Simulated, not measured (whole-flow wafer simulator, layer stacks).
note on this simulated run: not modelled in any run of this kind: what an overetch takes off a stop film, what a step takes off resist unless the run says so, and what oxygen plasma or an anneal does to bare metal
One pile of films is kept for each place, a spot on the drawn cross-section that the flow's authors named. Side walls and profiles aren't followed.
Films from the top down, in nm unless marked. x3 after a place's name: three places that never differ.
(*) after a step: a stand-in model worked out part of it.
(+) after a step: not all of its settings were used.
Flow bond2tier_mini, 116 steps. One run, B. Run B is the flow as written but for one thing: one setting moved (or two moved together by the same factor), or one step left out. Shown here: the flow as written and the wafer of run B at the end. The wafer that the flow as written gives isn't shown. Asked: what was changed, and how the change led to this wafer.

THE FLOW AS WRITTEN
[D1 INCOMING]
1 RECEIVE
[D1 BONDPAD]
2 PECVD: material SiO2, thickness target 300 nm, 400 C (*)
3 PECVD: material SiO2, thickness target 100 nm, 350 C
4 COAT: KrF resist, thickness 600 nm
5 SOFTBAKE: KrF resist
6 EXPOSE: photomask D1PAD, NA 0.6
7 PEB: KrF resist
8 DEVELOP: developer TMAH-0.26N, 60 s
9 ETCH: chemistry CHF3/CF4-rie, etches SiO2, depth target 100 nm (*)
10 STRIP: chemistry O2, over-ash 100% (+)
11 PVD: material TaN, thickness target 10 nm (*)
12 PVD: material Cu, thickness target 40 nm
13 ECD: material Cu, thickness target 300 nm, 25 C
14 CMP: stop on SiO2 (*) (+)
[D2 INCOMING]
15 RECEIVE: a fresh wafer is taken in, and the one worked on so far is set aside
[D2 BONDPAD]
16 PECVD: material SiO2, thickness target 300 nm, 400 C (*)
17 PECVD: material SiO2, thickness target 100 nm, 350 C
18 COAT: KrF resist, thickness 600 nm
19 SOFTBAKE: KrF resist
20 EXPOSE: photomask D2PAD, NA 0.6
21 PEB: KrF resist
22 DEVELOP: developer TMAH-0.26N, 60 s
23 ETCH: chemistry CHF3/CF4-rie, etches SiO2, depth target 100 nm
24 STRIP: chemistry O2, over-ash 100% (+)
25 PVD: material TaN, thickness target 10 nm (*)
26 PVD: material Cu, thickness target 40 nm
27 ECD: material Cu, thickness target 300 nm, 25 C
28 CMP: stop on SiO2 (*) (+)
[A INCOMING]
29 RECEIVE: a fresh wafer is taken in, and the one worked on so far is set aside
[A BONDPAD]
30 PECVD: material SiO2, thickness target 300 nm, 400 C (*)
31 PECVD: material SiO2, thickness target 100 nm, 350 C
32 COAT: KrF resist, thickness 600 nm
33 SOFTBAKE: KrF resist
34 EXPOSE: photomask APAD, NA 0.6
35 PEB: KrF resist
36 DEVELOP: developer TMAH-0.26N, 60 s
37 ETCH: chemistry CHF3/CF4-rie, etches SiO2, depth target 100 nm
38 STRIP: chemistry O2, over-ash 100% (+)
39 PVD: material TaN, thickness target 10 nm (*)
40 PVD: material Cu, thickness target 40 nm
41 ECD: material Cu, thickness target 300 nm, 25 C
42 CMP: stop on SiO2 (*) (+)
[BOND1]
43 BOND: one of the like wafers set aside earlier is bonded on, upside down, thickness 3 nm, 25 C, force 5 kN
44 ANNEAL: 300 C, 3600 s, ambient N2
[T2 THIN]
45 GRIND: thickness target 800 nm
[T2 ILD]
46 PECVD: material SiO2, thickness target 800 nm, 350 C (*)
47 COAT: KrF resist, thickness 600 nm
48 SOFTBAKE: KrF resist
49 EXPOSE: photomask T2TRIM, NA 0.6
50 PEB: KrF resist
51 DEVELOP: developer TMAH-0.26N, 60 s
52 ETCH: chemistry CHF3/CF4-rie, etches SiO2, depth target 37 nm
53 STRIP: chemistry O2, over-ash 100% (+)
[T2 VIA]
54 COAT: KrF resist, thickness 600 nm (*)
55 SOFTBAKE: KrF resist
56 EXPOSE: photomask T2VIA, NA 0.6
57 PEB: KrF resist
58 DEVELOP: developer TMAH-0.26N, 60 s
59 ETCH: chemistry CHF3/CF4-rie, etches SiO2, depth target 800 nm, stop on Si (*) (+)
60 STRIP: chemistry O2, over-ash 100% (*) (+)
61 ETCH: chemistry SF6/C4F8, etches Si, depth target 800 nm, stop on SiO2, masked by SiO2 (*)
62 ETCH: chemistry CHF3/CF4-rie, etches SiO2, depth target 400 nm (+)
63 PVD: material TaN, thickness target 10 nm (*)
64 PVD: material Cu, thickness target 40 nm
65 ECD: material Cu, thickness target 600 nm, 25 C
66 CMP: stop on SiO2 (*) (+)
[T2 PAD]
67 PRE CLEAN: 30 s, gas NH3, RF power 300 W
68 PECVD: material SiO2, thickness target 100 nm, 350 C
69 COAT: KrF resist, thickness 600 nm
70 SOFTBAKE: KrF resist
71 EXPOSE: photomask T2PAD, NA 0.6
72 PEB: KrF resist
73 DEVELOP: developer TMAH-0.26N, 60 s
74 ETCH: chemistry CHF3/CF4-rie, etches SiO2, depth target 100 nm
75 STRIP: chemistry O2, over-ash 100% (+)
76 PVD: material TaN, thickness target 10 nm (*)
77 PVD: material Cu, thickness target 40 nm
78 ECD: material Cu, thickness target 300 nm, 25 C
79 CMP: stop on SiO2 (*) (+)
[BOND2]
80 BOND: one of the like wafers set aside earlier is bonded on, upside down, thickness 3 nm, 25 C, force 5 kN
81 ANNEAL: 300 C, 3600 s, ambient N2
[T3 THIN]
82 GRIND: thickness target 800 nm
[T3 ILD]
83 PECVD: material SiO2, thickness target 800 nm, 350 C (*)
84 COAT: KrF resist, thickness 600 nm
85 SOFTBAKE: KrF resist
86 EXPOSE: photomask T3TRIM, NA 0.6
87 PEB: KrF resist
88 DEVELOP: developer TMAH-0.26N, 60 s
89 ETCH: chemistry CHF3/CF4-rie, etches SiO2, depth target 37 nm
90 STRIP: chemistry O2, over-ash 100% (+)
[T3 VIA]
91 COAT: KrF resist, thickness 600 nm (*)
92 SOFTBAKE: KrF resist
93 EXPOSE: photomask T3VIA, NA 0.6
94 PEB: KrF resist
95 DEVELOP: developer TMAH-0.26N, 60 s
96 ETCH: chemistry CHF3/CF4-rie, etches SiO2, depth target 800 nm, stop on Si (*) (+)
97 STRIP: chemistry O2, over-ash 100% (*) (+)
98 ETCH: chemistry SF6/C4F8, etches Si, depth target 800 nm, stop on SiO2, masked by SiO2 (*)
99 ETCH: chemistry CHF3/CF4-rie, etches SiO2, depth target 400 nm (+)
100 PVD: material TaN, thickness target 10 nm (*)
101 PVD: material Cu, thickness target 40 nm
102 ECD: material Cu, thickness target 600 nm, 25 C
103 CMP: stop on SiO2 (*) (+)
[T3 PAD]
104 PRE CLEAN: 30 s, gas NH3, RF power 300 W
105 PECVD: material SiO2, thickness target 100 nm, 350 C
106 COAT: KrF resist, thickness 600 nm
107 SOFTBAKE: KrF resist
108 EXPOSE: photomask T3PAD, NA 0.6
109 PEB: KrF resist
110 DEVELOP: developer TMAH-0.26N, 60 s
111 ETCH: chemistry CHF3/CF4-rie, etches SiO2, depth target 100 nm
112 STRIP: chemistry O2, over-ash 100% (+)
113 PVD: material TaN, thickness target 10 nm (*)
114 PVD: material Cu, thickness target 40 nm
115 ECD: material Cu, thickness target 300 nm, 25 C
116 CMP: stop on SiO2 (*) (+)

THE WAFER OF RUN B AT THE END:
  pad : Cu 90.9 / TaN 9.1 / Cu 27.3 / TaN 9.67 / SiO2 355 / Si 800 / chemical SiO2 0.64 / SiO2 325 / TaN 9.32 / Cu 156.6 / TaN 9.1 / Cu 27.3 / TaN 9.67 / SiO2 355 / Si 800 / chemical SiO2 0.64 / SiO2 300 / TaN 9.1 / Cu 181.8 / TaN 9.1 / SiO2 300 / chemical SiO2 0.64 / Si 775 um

The cause: step 23, ETCH: depth target 75 nm was run, where the flow has depth target 100 nm.

How the change led to this, step by step:
  23 ETCH: chemistry CHF3/CF4-rie, etches SiO2, depth target 100 nm
      pad, via: SiO2 -75 (as written it would be: SiO2 -100)
      field: KrF resist -25 (as written it would be: KrF resist -33.3)
  26 PVD: material Cu, thickness target 40 nm
      pad: Cu +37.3 (new film) (as written it would be: Cu +36.4 (new film))
  27 ECD: material Cu, thickness target 300 nm, 25 C
      pad: Cu +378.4 (as written it would be: Cu +404.5)
      via: Cu +375.1 (as written it would be: Cu +400.2)
  80 BOND: one of the like wafers set aside earlier is bonded on, upside down, thickness 3 nm, 25 C, force 5 kN
      pad: Si +775 um (new film), chemical SiO2 +0.64 (new film), SiO2 +325 (new film), TaN +9.32 (new film), Cu +65.7 (as written it would be: Si +775 um (new film), chemical SiO2 +0.64 (new film), SiO2 +300 (new film), TaN +9.1 (new film), Cu +90.9)
